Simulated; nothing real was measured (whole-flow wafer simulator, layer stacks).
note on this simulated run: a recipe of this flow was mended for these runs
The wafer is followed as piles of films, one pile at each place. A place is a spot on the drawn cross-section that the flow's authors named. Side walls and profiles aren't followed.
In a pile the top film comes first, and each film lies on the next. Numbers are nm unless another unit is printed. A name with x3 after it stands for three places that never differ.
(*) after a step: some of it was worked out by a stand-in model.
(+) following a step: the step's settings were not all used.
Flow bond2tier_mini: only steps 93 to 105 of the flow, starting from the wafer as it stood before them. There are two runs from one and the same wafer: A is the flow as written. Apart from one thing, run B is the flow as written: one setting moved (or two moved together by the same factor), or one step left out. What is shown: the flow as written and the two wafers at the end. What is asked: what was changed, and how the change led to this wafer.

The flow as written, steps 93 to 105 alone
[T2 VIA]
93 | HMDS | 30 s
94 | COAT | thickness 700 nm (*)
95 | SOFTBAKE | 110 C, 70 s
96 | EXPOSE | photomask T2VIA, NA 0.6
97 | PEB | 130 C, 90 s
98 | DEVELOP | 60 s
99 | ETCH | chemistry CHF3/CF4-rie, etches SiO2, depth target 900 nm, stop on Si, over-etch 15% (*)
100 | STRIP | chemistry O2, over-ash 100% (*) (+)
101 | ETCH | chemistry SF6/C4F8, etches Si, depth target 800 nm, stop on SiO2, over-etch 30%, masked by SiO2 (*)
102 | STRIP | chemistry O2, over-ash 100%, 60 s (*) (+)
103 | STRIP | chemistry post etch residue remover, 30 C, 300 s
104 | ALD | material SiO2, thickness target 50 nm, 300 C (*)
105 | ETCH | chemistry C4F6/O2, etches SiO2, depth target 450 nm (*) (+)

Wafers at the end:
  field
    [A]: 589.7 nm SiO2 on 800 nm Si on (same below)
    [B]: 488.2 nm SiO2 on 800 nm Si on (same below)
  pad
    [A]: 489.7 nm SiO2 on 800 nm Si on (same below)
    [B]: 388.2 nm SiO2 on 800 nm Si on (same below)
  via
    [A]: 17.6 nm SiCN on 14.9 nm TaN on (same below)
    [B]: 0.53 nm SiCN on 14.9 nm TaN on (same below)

What caused this: step 105, ETCH: depth target 551.5 nm was run, though the flow has depth target 450 nm.

How this came from the change, step by step:
  105 | ETCH | chemistry C4F6/O2, etches SiO2, depth target 450 nm (*) (+)
      field, pad: A SiO2 loses 450 | B SiO2 loses 551.5
      via: A SiO2 loses 348.1 (all of it), SiCN loses 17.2 | B SiO2 loses 348.1 (all of it), SiCN loses 34.3
